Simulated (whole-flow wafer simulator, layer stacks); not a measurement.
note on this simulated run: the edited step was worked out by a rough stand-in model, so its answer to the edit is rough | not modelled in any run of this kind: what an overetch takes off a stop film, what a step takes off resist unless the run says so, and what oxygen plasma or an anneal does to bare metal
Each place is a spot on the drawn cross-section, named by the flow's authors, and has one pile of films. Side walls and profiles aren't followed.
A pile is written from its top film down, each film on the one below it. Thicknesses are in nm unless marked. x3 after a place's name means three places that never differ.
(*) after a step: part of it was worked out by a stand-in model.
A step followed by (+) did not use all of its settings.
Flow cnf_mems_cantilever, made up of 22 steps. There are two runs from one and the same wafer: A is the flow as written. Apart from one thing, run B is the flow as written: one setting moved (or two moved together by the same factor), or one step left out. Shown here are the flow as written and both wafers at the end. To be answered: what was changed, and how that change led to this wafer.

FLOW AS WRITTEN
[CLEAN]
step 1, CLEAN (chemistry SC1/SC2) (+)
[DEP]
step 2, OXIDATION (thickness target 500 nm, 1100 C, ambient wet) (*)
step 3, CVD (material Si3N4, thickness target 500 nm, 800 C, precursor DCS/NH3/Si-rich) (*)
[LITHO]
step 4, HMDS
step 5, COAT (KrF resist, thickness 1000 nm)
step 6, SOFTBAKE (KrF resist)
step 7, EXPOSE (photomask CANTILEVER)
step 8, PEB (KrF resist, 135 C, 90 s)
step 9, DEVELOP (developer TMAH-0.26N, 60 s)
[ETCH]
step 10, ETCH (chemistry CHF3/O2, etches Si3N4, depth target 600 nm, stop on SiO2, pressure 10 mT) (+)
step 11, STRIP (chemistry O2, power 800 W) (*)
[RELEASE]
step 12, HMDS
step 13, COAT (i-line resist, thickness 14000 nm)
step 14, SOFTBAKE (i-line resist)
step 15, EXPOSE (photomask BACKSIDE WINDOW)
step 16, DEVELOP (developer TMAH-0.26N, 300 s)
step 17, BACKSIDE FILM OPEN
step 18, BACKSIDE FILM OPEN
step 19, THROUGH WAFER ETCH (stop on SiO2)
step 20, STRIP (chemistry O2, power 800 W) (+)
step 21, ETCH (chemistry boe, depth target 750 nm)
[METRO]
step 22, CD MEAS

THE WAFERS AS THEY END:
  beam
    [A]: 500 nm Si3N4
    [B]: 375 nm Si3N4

The reason: step 3, CVD: thickness target 375 nm was run, though the flow has thickness target 500 nm.
The wafer lets one read it off: beam has Si3N4 375, and step 3 as written asks for 500 nm.

Step by step, how the change led to this:
  step 3, CVD (material Si3N4, thickness target 500 nm, 800 C, precursor DCS/NH3/Si-rich) (*)
      field, beam: A Si3N4 gains 500 (new film) | B Si3N4 gains 375 (new film)
  step 10, ETCH (chemistry CHF3/O2, etches Si3N4, depth target 600 nm, stop on SiO2, pressure 10 mT) (+)
      field: A Si3N4 loses 500 (all of it) | B Si3N4 loses 375 (all of it)
      beam: A KrF resist loses 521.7 | B KrF resist loses 489.1
  step 11, STRIP (chemistry O2, power 800 W) (*)
      beam: A KrF resist loses 419.9 (all of it) | B KrF resist loses 452.5 (all of it)
